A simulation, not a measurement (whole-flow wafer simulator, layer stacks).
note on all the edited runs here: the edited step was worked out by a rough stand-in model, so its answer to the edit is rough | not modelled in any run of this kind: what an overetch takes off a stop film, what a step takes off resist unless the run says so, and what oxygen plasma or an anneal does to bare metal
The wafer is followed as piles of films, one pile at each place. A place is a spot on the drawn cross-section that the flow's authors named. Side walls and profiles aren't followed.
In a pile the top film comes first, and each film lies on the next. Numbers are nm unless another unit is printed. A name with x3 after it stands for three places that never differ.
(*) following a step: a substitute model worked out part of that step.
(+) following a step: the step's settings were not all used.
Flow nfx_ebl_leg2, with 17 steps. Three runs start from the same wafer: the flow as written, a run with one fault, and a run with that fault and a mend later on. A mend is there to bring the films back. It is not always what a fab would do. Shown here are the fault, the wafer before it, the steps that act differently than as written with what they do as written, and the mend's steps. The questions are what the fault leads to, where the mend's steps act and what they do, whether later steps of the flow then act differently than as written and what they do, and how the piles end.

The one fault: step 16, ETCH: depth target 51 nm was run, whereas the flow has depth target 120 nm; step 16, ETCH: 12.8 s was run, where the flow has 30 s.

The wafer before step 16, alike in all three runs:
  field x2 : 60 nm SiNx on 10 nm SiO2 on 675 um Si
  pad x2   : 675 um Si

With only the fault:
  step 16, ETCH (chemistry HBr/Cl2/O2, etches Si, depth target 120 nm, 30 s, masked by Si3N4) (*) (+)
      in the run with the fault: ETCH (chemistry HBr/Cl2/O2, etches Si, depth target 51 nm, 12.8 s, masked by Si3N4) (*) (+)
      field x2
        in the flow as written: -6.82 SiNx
        in the run with the fault: -2.91 SiNx
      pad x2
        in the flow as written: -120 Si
        in the run with the fault: -51 Si
  Later steps of the flow that are run all act as written at every place that is followed.
  The piles end different from the flow's at field x2 by more than 2% or 0.5 nm, whichever is larger.
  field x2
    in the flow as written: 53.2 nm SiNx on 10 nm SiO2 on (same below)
    in the run with the fault: 57.1 nm SiNx on 10 nm SiO2 on (same below)

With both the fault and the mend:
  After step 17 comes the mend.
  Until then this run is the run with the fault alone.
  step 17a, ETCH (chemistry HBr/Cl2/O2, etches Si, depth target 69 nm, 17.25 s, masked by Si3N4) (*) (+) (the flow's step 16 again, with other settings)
      field x2
        -3.92 SiNx
      pad x2
        -69 Si
  Later steps of the flow that are run all act as written at every place that is followed.
  The piles end the same as the flow's at every place that both follow.
